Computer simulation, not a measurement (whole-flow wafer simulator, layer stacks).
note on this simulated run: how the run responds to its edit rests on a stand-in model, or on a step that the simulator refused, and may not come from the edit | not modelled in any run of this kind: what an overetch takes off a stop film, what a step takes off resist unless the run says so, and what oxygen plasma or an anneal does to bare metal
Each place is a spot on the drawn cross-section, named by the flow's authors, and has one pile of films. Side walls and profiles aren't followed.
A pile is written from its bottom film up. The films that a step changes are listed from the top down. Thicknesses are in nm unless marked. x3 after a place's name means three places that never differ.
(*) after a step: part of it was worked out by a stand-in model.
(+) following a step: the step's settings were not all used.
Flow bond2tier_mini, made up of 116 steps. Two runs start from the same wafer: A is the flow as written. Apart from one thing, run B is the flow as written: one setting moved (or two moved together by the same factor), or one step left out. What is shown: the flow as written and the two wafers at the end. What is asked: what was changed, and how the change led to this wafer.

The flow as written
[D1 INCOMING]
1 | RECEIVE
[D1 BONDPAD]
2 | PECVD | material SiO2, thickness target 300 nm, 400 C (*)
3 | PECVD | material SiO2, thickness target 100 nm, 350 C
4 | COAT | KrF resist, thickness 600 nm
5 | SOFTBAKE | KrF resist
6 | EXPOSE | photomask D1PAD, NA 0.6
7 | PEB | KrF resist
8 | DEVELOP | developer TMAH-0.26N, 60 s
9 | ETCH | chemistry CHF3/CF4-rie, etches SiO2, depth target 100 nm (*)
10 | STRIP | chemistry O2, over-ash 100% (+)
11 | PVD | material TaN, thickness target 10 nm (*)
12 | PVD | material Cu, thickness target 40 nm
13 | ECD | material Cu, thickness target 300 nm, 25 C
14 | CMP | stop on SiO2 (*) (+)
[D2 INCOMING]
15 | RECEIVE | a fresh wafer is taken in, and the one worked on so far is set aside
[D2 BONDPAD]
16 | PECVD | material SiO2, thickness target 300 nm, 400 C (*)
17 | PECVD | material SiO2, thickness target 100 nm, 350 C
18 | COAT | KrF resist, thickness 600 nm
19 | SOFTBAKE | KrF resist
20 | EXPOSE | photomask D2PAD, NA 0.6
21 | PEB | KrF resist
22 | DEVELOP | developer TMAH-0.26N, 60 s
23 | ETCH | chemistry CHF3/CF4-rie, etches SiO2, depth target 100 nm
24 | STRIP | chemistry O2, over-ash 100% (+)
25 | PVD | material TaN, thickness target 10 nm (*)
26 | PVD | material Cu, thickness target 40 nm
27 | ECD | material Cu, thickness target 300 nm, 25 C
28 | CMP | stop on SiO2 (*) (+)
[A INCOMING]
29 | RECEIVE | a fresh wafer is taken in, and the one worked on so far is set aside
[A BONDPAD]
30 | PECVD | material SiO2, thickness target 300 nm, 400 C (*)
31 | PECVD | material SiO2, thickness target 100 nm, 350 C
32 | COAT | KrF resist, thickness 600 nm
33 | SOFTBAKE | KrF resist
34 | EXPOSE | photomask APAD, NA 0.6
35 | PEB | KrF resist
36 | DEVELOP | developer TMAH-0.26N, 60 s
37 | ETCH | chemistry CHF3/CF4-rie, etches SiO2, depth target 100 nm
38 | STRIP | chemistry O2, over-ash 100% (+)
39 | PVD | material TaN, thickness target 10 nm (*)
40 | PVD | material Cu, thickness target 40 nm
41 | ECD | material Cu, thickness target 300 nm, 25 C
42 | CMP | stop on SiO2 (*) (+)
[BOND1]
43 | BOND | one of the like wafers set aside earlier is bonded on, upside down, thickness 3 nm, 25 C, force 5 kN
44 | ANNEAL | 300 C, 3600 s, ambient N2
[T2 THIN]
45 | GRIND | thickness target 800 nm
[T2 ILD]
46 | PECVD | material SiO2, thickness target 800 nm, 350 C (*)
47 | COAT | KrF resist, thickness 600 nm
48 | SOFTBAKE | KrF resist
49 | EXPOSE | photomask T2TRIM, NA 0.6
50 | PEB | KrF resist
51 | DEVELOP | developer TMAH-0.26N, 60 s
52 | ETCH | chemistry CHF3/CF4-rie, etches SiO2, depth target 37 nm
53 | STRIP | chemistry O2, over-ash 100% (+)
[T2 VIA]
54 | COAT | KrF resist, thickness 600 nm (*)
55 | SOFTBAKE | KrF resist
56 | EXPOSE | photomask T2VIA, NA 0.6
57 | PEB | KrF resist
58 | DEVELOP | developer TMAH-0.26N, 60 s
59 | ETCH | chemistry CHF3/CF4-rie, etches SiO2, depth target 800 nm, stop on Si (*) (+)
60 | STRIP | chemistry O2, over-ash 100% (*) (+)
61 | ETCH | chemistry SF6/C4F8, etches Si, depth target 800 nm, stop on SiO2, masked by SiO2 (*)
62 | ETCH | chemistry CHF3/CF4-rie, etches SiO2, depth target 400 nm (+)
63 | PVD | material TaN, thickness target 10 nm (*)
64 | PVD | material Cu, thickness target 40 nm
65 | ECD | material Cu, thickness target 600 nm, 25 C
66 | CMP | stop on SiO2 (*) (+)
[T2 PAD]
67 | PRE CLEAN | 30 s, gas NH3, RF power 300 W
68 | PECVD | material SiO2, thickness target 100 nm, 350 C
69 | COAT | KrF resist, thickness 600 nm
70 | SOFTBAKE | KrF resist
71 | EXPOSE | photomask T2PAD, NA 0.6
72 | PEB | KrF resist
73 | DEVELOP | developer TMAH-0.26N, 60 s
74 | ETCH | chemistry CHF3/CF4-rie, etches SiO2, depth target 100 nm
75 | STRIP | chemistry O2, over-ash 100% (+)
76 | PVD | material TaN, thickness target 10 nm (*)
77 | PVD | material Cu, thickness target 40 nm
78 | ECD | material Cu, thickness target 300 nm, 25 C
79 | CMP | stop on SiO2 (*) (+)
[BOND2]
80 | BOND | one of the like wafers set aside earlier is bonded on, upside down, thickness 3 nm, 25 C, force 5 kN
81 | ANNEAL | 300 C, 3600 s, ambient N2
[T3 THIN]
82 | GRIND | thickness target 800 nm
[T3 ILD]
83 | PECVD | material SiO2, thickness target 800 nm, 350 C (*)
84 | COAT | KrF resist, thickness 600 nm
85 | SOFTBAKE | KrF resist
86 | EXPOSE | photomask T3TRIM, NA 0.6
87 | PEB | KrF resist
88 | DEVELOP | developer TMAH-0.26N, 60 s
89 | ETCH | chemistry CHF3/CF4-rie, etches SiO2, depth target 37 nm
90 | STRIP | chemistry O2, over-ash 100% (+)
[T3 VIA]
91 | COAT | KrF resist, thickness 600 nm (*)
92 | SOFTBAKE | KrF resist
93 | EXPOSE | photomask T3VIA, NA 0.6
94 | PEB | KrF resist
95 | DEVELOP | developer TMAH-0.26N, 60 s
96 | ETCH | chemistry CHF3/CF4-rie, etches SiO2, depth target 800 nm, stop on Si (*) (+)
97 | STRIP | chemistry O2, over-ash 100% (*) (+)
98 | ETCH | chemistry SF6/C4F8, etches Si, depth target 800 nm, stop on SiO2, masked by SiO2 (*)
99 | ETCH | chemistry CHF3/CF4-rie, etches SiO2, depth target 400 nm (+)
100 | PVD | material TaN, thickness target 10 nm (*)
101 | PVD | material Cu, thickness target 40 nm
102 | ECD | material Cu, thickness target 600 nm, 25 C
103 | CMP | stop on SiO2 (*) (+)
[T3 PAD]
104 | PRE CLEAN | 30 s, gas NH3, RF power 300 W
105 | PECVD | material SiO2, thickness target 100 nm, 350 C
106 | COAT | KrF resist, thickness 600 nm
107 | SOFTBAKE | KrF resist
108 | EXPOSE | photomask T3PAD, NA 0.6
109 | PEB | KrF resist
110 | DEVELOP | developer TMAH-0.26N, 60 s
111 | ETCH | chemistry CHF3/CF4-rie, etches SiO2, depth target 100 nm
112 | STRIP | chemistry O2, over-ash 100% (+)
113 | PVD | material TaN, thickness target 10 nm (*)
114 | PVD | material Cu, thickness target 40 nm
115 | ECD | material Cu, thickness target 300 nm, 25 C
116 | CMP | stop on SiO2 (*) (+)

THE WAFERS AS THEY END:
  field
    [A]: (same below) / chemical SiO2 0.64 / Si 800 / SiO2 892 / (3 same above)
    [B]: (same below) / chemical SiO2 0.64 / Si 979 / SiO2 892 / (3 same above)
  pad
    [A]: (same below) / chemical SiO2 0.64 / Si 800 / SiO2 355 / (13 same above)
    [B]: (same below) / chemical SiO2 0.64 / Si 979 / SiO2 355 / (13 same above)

The reason: step 45, GRIND: thickness target 979 nm was run, while the flow as written has thickness target 800 nm.
The wafer itself shows it: field has Si 979, and step 45 as written asks for 800 nm.

How this came from the change, step by step:
  45 | GRIND | thickness target 800 nm
      field, pad, via: A -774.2 um Si | B -774.02 um Si
